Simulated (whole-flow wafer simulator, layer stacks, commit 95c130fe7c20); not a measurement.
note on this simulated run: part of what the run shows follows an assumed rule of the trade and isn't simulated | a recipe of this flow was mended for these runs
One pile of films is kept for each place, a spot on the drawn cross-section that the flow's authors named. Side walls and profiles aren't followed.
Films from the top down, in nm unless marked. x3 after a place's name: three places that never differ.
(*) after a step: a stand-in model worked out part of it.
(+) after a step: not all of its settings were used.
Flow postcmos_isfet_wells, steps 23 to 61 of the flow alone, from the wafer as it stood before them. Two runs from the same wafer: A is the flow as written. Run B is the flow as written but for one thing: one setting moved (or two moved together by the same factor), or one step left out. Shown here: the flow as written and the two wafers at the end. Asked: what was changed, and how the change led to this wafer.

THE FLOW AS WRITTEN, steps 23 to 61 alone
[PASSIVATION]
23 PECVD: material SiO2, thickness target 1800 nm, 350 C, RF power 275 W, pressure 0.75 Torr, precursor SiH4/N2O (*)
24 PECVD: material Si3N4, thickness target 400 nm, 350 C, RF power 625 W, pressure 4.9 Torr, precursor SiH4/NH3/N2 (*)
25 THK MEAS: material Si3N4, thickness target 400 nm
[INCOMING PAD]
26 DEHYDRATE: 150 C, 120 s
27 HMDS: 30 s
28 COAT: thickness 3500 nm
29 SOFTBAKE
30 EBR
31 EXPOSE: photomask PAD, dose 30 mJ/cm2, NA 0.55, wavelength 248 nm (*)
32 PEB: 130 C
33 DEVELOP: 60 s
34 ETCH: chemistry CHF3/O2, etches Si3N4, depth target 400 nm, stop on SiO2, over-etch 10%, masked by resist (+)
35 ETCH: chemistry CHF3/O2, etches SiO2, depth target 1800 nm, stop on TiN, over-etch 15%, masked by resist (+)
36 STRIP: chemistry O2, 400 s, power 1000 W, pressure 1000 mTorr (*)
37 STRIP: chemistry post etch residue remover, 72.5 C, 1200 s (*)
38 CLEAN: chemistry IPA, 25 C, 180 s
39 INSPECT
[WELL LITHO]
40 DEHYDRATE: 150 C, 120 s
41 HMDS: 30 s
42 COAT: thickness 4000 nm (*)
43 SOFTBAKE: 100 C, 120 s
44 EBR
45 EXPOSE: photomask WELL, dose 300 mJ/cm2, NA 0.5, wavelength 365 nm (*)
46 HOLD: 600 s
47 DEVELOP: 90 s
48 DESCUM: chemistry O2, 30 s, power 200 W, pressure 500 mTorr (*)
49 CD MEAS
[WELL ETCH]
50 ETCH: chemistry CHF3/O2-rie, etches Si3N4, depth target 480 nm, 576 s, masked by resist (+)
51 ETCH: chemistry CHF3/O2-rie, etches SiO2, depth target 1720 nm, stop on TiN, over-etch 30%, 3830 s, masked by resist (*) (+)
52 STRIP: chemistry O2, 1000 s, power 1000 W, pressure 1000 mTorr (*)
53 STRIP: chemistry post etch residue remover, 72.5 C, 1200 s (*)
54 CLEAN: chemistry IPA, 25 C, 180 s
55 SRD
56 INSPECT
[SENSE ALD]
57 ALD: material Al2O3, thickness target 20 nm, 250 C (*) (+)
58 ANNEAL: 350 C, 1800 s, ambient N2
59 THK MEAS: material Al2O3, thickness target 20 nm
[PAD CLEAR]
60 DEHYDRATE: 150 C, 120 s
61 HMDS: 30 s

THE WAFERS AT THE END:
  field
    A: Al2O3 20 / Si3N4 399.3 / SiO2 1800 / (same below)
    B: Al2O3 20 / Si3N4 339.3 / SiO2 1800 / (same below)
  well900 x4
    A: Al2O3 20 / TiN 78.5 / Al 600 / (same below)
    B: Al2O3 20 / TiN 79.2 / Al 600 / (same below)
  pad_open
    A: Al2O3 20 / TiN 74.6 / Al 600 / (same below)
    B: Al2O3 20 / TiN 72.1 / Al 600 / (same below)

The cause: step 24, PECVD: thickness target 340 nm was run, where the flow has thickness target 400 nm.

How the change led to this, step by step:
  24 PECVD: material Si3N4, thickness target 400 nm, 350 C, RF power 625 W, pressure 4.9 Torr, precursor SiH4/NH3/N2 (*)
      field, margin x2, well900 x4, pad_clr, pad_open: A Si3N4 +400 (new film) | B Si3N4 +340 (new film)
  34 ETCH: chemistry CHF3/O2, etches Si3N4, depth target 400 nm, stop on SiO2, over-etch 10%, masked by resist (+)
      field, margin x2, well900 x4, pad_clr: A thick-KrF-resist -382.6 | B thick-KrF-resist -325.2
      pad_open: A Si3N4 -400 (all of it), SiO2 -20 | B Si3N4 -340 (all of it), SiO2 -50
  35 ETCH: chemistry CHF3/O2, etches SiO2, depth target 1800 nm, stop on TiN, over-etch 15%, masked by resist (+)
      pad_open: A SiO2 -1780 (all of it), TiN -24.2 | B SiO2 -1750 (all of it), TiN -26.7
  36 STRIP: chemistry O2, 400 s, power 1000 W, pressure 1000 mTorr (*)
      field, margin x2, well900 x4, pad_clr: A thick-KrF-resist -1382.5 (all of it) | B thick-KrF-resist -1468.7 (all of it)
  43 SOFTBAKE: 100 C, 120 s
      pad_clr: A thick-g/i-line-resist -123 | B thick-g/i-line-resist -118.5
      pad_open: A thick-g/i-line-resist +73 | B thick-g/i-line-resist +71.5
  50 ETCH: chemistry CHF3/O2-rie, etches Si3N4, depth target 480 nm, 576 s, masked by resist (+)
      well900 x4: A Si3N4 -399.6 (all of it), SiO2 -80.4 | B Si3N4 -339.6 (all of it), SiO2 -140.4
  51 ETCH: chemistry CHF3/O2-rie, etches SiO2, depth target 1720 nm, stop on TiN, over-etch 30%, 3830 s, masked by resist (*) (+)
      well900 x4: A SiO2 -1719.6 (all of it), TiN -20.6 | B SiO2 -1659.6 (all of it), TiN -19.9
